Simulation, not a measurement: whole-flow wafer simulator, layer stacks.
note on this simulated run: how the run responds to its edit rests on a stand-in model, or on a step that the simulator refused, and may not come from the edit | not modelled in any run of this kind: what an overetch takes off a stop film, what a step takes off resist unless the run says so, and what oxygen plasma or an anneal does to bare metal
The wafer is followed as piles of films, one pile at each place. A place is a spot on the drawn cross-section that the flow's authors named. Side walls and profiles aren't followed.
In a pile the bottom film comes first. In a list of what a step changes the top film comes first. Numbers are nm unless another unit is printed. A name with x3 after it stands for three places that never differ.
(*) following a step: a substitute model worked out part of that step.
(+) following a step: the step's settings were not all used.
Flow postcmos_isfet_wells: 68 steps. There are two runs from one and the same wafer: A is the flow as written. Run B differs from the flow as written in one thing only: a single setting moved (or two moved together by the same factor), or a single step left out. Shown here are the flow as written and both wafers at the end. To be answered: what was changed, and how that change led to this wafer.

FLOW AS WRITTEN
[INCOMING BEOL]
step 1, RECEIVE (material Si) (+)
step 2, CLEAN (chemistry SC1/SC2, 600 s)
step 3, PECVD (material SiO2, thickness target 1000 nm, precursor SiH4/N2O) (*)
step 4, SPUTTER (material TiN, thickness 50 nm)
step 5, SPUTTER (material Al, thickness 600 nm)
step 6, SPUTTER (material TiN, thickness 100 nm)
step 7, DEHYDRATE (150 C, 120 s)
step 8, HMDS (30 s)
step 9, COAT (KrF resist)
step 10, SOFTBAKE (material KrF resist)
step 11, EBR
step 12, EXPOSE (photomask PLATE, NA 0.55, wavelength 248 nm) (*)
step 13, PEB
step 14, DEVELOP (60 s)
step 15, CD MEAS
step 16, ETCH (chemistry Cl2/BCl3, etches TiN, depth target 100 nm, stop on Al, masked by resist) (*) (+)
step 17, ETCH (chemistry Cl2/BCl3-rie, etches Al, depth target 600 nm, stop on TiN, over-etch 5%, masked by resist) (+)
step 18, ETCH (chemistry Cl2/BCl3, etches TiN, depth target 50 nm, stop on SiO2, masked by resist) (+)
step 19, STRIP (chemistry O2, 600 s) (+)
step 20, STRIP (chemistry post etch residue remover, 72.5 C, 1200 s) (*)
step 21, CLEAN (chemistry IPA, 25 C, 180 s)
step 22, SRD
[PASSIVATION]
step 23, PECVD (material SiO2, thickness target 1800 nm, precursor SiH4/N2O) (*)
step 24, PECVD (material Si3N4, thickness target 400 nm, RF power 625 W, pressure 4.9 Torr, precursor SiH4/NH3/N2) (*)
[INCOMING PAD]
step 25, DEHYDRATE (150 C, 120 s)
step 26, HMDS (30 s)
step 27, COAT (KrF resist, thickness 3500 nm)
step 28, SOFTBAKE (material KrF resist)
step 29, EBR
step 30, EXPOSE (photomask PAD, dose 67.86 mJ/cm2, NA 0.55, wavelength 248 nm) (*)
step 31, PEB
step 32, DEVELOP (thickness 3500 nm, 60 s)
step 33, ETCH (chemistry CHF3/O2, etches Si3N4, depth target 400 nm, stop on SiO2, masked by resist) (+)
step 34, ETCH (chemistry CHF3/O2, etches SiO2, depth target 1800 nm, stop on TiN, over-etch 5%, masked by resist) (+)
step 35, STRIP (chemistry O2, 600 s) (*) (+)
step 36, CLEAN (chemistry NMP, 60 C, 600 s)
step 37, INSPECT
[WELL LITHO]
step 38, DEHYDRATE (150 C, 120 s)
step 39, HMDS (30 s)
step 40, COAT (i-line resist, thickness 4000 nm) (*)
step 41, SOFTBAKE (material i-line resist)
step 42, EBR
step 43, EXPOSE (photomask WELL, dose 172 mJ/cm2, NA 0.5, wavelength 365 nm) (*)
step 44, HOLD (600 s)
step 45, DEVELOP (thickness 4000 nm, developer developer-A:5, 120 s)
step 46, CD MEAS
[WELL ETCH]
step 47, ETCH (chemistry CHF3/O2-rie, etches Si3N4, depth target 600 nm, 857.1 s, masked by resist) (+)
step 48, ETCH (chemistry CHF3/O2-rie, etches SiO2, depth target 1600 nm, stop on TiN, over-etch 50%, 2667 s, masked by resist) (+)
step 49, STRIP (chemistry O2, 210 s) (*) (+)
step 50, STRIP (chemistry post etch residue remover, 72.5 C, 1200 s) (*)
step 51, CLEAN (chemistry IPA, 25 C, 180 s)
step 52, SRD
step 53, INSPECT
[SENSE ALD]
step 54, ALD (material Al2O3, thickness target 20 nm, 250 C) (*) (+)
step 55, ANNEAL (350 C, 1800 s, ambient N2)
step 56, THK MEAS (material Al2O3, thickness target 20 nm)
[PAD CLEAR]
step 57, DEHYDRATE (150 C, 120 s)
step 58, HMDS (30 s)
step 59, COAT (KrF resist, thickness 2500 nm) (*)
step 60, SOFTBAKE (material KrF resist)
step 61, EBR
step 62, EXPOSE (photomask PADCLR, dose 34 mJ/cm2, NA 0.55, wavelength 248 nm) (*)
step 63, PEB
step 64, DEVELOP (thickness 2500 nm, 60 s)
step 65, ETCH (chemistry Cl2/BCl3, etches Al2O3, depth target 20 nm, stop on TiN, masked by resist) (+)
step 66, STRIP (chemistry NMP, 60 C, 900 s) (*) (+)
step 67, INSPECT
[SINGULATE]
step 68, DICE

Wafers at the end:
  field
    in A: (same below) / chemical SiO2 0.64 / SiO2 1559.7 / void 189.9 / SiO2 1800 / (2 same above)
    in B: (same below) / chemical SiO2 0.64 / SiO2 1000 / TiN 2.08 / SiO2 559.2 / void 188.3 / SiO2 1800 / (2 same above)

What caused this: step 18, ETCH: depth target 47.5 nm was run, while the flow as written has depth target 50 nm.

Step by step, how the change led to this:
  step 18, ETCH (chemistry Cl2/BCl3, etches TiN, depth target 50 nm, stop on SiO2, masked by resist) (+)
      field: A TiN loses 50 (all of it) | B TiN loses 47.5
      margin, well900, well1300 x3, pad_rim, pad_clr, pad_open: A KrF resist loses 20 | B KrF resist loses 19
  step 23, PECVD (material SiO2, thickness target 1800 nm, precursor SiH4/N2O) (*)
      field: A SiO2 gains 1800 (new film), void gains 189.9 (new film), SiO2 gains 559.7 | B SiO2 gains 1800 (new film), void gains 188.3 (new film), SiO2 gains 559.2 (new film)
If metal films that touch count as one body, field has 1 body; the flow as written gives 0 bodies.
